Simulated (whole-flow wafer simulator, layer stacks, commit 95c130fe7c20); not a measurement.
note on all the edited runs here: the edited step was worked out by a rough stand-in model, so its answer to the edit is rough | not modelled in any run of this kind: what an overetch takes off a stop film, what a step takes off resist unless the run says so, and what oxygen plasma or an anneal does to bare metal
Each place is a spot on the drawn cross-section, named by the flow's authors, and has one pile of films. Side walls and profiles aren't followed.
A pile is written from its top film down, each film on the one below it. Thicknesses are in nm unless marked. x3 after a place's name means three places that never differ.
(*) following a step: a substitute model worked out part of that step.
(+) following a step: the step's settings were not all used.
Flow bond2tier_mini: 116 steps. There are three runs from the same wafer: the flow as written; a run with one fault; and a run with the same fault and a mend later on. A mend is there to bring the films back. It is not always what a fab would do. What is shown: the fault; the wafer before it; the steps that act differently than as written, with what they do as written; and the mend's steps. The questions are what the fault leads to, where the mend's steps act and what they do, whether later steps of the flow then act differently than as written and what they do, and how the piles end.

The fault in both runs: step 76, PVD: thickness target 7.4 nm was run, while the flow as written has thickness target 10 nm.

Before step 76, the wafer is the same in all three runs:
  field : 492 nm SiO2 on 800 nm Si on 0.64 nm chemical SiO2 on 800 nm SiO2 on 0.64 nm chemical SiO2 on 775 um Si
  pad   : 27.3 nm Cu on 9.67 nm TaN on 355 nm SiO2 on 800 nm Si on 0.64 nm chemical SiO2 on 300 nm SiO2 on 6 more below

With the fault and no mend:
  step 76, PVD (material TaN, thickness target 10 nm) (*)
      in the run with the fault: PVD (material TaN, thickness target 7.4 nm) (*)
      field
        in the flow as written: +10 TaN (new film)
        in the run with the fault: +7.4 TaN (new film)
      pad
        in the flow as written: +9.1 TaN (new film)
        in the run with the fault: +6.74 TaN (new film)
  Steps later in the flow that act otherwise than as written (not shown: 1 more step that differs only slightly, by at most 2% or 0.5 nm, whichever is larger):
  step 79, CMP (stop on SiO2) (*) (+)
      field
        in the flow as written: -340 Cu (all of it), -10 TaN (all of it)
        in the run with the fault: -340 Cu (all of it), -7.4 TaN (all of it)
  The piles end different from the flow's at pad by more than 2% or 0.5 nm, whichever is larger.
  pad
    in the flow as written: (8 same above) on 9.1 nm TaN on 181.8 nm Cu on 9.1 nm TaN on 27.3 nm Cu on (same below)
    in the run with the fault: (8 same above) on 9.1 nm TaN on 184.2 nm Cu on 6.74 nm TaN on 27.3 nm Cu on (same below)

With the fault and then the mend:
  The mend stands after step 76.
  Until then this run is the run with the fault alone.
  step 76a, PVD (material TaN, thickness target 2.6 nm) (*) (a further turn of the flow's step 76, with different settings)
      field
        +2.6 TaN
      pad
        +2.36 TaN
  Every later step of the flow that is run acts as written at every place that is followed.
  By the end, the piles equal the flow's at every place that both follow.
